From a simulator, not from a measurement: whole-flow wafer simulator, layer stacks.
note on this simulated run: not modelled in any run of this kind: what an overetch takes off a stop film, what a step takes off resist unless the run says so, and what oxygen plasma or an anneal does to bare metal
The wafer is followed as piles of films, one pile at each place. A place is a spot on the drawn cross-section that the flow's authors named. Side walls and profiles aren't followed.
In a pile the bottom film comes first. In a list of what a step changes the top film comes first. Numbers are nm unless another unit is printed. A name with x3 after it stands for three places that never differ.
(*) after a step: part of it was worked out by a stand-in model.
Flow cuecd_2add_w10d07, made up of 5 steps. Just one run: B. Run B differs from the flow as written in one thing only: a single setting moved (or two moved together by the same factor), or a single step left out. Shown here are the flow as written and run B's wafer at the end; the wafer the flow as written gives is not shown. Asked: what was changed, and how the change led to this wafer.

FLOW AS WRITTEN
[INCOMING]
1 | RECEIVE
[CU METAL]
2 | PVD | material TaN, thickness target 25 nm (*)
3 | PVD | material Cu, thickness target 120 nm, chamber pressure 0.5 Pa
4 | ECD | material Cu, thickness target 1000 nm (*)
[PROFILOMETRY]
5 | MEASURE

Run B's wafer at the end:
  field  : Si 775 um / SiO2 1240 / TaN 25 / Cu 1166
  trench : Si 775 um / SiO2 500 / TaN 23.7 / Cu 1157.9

Cause: step 3, PVD: thickness target 166 nm was run, while the flow as written has thickness target 120 nm.

The path from the change to this, step by step:
  3 | PVD | material Cu, thickness target 120 nm, chamber pressure 0.5 Pa
      field: +166 Cu (new film) (in the flow as written it would be: +120 Cu (new film))
      trench: +157.9 Cu (new film) (in the flow as written it would be: +114 Cu (new film))
